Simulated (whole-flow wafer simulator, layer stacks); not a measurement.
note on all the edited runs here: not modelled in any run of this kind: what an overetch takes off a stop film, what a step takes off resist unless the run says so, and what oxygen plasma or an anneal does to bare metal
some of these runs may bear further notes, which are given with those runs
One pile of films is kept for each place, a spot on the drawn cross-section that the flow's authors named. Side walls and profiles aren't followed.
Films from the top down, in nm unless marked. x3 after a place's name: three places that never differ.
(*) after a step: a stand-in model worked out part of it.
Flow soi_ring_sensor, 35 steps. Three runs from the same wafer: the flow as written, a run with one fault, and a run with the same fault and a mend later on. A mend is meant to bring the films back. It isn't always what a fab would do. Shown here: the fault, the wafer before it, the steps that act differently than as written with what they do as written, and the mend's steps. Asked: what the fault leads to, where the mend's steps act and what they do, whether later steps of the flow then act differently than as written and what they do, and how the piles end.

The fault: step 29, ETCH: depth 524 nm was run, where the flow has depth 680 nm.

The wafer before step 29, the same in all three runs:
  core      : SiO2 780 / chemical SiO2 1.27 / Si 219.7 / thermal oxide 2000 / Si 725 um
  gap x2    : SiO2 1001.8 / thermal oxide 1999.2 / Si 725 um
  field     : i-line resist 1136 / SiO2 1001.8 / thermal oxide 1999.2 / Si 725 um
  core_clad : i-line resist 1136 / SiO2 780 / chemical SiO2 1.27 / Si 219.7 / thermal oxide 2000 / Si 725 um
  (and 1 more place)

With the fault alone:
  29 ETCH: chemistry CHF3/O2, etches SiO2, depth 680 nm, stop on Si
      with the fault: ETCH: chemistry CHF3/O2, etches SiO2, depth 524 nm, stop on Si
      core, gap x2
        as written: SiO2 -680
        with the fault: SiO2 -524
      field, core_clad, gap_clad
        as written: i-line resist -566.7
        with the fault: i-line resist -436.7
  Later steps of the flow that act differently than as written:
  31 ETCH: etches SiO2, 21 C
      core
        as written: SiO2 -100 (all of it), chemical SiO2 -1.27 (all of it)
        with the fault: SiO2 -256 (all of it), chemical SiO2 -1.27 (all of it)
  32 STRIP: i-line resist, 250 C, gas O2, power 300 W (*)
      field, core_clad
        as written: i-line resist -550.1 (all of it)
        with the fault: i-line resist -680.1 (all of it)
  At the end the piles differ from the flow's only slightly at the places that both follow, by at most 2% or 0.5 nm, whichever is larger.

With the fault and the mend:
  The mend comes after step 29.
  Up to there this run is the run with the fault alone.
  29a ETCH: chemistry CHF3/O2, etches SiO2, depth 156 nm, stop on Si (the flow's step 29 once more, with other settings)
      core, gap x2
        SiO2 -156
      field, core_clad, gap_clad
        i-line resist -130
  No later step of the flow acts differently than as written at any place that is followed.
  At the end the piles are the same as the flow's at every place that both follow.
